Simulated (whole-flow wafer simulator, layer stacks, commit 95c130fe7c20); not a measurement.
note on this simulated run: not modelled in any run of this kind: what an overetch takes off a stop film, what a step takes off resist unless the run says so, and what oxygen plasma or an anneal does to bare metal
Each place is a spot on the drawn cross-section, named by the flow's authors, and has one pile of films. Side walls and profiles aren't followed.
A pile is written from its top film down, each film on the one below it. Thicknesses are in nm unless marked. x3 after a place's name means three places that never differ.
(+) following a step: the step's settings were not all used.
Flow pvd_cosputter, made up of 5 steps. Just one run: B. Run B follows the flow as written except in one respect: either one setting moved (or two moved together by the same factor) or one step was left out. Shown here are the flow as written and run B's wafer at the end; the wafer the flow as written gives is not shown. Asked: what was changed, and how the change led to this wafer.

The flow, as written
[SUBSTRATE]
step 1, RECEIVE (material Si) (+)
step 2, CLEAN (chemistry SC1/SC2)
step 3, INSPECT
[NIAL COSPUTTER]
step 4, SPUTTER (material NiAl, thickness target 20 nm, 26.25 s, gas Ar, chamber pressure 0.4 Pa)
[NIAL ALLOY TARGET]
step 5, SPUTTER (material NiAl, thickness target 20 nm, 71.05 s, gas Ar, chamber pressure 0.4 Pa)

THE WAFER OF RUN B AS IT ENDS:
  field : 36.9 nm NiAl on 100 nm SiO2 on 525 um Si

The reason: step 4, SPUTTER: thickness target 16.9 nm was run, whereas the flow has thickness target 20 nm; step 4, SPUTTER: 22.18 s was run, where the flow has 26.25 s.

The path from the change to this, step by step:
  step 4, SPUTTER (material NiAl, thickness target 20 nm, 26.25 s, gas Ar, chamber pressure 0.4 Pa)
      field: +16.9 NiAl (new film) (in the flow as written it would be: +20 NiAl (new film))
